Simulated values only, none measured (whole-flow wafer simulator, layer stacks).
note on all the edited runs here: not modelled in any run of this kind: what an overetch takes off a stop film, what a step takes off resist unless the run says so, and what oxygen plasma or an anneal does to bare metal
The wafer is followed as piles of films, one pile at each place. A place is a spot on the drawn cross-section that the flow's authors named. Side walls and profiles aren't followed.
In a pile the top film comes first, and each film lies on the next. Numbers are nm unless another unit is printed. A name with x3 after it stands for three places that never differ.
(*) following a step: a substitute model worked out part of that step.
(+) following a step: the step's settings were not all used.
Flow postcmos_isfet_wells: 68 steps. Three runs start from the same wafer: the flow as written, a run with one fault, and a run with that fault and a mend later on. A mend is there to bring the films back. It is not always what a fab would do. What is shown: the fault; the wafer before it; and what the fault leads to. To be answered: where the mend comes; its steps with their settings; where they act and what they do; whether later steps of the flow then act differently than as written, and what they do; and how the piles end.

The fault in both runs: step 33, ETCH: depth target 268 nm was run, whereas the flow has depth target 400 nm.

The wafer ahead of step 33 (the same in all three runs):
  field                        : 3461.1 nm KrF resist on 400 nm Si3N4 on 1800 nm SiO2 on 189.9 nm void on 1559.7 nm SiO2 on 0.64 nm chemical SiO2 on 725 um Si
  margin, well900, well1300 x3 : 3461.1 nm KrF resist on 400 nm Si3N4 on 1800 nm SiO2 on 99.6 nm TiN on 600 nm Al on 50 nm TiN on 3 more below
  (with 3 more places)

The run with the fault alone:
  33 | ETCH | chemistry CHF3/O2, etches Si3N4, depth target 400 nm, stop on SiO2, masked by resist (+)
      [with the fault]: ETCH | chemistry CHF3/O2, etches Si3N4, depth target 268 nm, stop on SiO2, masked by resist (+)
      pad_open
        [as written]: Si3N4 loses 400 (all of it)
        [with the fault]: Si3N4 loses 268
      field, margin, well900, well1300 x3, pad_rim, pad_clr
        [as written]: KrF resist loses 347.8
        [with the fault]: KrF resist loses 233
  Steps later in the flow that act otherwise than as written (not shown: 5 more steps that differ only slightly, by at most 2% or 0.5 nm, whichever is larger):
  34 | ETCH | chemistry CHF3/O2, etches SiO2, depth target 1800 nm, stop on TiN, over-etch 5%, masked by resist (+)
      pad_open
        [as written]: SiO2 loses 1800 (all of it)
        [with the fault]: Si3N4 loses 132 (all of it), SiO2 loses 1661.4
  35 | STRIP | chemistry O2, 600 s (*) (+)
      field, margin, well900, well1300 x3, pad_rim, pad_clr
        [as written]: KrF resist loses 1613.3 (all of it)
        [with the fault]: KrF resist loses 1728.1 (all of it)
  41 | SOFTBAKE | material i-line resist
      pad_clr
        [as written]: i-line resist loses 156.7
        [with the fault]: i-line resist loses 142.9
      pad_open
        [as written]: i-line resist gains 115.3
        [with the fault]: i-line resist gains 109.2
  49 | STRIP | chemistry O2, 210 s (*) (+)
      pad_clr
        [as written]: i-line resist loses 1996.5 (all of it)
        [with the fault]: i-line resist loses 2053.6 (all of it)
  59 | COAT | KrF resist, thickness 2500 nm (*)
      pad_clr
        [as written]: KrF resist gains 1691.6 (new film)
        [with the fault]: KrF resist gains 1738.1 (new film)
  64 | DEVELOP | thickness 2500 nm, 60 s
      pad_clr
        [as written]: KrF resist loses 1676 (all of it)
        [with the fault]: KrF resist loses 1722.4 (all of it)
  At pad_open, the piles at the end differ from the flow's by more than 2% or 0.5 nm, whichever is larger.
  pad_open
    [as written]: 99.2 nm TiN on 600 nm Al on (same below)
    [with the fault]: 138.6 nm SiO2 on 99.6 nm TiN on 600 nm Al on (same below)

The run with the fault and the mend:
  After step 33 comes the mend.
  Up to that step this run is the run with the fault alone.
  33a | ETCH | chemistry CHF3/O2, etches Si3N4, depth target 132 nm, stop on SiO2, masked by resist (the flow's step 33 again, with other settings)
      field, margin, well900, well1300 x3, pad_rim, pad_clr
        KrF resist loses 114.8
      pad_open
        Si3N4 loses 132 (all of it)
  Every later step of the flow that is run acts as written at every place that is followed.
  By the end, the piles equal the flow's at every place that both follow.
